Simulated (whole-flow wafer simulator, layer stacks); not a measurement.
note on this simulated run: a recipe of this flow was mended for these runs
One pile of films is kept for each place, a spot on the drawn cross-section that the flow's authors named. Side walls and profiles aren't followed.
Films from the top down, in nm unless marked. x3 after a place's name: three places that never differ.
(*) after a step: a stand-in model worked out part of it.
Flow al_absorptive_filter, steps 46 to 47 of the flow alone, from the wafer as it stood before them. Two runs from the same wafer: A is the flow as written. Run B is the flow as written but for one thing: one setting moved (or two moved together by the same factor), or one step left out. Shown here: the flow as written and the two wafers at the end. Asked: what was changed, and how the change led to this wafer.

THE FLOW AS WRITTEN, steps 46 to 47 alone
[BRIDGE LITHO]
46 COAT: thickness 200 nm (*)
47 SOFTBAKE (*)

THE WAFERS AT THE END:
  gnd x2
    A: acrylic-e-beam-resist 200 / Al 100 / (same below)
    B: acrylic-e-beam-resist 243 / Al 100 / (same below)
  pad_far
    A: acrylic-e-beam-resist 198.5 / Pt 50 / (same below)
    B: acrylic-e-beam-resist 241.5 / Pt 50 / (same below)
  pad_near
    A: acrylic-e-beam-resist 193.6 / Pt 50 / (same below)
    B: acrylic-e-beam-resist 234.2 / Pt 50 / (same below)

The cause: step 46, COAT: thickness 243 nm was run, where the flow has thickness 200 nm.
It can be read off the wafer: gnd x2 has acrylic-e-beam-resist 243, and step 46 as written asks for 200 nm.

How the change led to this, step by step:
  46 COAT: thickness 200 nm (*)
      gnd x2, idc_field: A acrylic-e-beam-resist +200 (new film) | B acrylic-e-beam-resist +243 (new film)
      pad_far: A acrylic-e-beam-resist +198.5 (new film) | B acrylic-e-beam-resist +241.5 (new film)
      (and at 10 more places)
